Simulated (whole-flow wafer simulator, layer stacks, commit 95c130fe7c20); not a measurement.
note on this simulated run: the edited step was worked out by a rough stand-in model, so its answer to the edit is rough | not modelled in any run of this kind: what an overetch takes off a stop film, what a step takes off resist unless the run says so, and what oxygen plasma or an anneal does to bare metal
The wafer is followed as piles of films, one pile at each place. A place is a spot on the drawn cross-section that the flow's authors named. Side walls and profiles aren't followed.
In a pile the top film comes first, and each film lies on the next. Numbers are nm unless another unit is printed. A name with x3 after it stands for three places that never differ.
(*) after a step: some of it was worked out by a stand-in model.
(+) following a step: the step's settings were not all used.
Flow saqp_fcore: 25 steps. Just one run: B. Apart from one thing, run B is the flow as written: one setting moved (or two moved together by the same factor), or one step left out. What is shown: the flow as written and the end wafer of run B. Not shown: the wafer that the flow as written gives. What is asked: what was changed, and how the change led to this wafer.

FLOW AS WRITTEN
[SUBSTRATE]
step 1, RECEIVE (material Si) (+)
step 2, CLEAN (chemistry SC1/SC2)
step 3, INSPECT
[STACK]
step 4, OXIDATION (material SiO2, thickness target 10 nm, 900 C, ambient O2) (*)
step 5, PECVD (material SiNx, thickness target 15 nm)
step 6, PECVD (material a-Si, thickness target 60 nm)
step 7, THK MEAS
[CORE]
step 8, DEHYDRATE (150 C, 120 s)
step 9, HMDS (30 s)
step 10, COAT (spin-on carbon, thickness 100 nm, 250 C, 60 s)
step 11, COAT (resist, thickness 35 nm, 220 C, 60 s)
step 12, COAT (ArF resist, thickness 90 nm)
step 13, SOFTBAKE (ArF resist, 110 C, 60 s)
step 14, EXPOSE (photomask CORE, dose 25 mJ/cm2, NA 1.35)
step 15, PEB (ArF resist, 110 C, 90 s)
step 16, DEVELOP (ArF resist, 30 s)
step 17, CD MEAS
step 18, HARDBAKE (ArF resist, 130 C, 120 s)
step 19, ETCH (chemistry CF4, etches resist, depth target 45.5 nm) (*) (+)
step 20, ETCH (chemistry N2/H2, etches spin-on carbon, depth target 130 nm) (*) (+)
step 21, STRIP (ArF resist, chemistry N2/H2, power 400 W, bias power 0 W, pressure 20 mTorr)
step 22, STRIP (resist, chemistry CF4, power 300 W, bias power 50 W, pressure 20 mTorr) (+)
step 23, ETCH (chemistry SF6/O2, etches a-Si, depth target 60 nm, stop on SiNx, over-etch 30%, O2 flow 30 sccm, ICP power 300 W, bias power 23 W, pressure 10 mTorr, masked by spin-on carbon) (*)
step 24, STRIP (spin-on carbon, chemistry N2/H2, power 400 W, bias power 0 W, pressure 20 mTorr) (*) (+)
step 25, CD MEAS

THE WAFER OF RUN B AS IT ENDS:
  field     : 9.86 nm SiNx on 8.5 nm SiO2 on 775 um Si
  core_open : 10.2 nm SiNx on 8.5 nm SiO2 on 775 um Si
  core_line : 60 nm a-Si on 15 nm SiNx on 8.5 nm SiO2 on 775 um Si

Cause: step 4, OXIDATION: thickness target 8.5 nm was run, whereas the flow has thickness target 10 nm.
The wafer itself shows it: field has SiO2 8.5, and step 4 as written asks for 10 nm.

Step by step, how the change led to this:
  step 4, OXIDATION (material SiO2, thickness target 10 nm, 900 C, ambient O2) (*)
      field, core_open, core_line: +8.5 SiO2 (new film), -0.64 chemical SiO2 (all of it), -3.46 Si (as written it would have been: +10 SiO2 (new film), -0.64 chemical SiO2 (all of it), -4.12 Si)
